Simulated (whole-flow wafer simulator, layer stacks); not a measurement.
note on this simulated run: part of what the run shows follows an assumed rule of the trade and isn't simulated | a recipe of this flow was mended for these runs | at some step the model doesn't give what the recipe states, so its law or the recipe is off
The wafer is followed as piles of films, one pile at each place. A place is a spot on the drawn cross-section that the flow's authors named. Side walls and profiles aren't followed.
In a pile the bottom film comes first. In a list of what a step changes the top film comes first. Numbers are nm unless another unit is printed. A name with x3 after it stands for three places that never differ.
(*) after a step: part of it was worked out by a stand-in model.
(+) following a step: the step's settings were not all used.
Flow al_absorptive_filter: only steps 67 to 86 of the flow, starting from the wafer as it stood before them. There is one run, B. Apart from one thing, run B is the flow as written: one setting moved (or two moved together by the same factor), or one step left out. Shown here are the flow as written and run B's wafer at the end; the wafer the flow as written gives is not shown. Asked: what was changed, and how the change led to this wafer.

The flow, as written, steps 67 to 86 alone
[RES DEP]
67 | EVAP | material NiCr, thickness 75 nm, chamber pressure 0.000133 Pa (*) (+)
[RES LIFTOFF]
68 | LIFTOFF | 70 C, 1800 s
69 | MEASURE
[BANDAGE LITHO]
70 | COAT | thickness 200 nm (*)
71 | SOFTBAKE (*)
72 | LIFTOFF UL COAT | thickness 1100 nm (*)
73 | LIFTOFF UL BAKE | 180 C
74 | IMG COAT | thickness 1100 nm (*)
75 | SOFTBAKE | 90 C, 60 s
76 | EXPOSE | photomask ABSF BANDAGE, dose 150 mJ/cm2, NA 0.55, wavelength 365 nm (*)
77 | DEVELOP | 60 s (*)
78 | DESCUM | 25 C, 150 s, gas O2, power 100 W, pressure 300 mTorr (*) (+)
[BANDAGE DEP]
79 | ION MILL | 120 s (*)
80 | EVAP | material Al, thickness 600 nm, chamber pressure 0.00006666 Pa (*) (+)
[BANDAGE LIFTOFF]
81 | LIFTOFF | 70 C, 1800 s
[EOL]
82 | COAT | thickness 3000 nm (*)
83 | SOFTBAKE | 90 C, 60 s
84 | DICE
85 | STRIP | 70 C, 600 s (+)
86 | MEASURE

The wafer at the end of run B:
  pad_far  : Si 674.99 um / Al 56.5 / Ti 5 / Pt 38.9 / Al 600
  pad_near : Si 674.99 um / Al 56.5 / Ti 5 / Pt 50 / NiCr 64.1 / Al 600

What caused this: step 79, ION MILL: 91 s was run, though the flow has 120 s.

Step by step, how the change led to this:
  79 | ION MILL | 120 s (*)
      gnd, ledge, res and 9 more: -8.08 i-line-resist (it would be, as written: -10.7 i-line-resist)
      pad_far: -11.1 Pt (it would be, as written: -14.7 Pt)
      (and at 1 other place as well)
